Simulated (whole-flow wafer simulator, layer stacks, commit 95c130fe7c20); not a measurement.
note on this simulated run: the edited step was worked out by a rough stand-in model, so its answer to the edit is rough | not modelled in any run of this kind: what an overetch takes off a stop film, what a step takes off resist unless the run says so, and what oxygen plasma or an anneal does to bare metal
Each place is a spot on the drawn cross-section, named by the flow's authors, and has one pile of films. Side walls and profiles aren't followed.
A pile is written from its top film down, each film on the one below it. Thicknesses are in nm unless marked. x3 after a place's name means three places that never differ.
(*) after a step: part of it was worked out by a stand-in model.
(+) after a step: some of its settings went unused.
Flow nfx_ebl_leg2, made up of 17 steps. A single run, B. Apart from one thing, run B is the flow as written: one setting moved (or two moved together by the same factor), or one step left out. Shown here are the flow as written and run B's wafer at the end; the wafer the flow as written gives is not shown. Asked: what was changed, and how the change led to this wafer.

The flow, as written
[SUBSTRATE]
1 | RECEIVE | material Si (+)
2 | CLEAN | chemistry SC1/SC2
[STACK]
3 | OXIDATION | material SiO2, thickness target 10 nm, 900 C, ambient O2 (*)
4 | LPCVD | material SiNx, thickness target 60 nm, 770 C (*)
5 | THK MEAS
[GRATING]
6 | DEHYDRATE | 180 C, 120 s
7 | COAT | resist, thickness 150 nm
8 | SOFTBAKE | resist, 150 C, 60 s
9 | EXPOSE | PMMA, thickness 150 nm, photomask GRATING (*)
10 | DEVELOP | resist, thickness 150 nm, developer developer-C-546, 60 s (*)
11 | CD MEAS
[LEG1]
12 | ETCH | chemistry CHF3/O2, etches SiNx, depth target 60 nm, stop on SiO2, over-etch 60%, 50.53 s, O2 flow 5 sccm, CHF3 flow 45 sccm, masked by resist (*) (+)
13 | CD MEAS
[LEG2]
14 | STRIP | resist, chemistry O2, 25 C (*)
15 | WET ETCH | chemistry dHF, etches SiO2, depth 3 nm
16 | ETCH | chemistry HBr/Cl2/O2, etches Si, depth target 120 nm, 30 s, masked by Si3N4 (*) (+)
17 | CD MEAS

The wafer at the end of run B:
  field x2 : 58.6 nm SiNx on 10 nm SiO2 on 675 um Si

The reason: step 4, LPCVD: thickness target 65.4 nm was run, while the flow as written has thickness target 60 nm.

Step by step, how the change led to this:
  4 | LPCVD | material SiNx, thickness target 60 nm, 770 C (*)
      field x2, pad x2: +65.4 SiNx (new film) (in the flow as written it would be: +60 SiNx (new film))
  12 | ETCH | chemistry CHF3/O2, etches SiNx, depth target 60 nm, stop on SiO2, over-etch 60%, 50.53 s, O2 flow 5 sccm, CHF3 flow 45 sccm, masked by resist (*) (+)
      pad x2: -65.4 SiNx (all of it), -10 SiO2 (all of it) (in the flow as written it would be: -60 SiNx (all of it), -10 SiO2 (all of it))
